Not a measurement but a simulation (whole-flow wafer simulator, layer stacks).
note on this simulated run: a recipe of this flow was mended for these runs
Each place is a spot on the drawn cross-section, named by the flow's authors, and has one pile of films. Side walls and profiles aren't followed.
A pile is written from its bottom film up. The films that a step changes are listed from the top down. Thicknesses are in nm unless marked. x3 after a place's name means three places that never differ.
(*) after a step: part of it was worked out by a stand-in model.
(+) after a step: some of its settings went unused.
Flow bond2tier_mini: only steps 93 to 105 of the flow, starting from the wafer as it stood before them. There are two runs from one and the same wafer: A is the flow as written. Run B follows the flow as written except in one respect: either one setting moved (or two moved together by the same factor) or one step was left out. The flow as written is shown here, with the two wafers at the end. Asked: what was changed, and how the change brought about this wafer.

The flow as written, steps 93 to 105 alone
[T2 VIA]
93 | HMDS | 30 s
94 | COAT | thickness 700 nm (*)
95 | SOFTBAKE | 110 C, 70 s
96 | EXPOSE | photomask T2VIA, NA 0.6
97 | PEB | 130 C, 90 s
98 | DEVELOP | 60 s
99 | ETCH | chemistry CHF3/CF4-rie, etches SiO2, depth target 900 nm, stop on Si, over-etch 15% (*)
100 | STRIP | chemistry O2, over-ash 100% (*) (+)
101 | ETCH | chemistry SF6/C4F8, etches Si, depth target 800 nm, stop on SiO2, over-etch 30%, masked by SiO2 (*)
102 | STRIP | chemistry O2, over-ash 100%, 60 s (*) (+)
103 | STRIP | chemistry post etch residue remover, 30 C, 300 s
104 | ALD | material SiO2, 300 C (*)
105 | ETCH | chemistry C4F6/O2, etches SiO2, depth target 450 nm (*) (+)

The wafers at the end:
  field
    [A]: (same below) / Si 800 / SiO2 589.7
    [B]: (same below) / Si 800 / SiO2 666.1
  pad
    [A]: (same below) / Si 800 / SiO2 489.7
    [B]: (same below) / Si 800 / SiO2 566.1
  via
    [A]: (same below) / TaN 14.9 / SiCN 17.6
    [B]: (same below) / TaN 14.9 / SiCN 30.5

Cause: step 105, ETCH: depth target 373.6 nm was run, while the flow as written has depth target 450 nm.

How this came from the change, step by step:
  105 | ETCH | chemistry C4F6/O2, etches SiO2, depth target 450 nm (*) (+)
      field, pad: A SiO2 loses 450 | B SiO2 loses 373.6
      via: A SiO2 loses 348.1 (all of it), SiCN loses 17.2 | B SiO2 loses 348.1 (all of it), SiCN loses 4.29
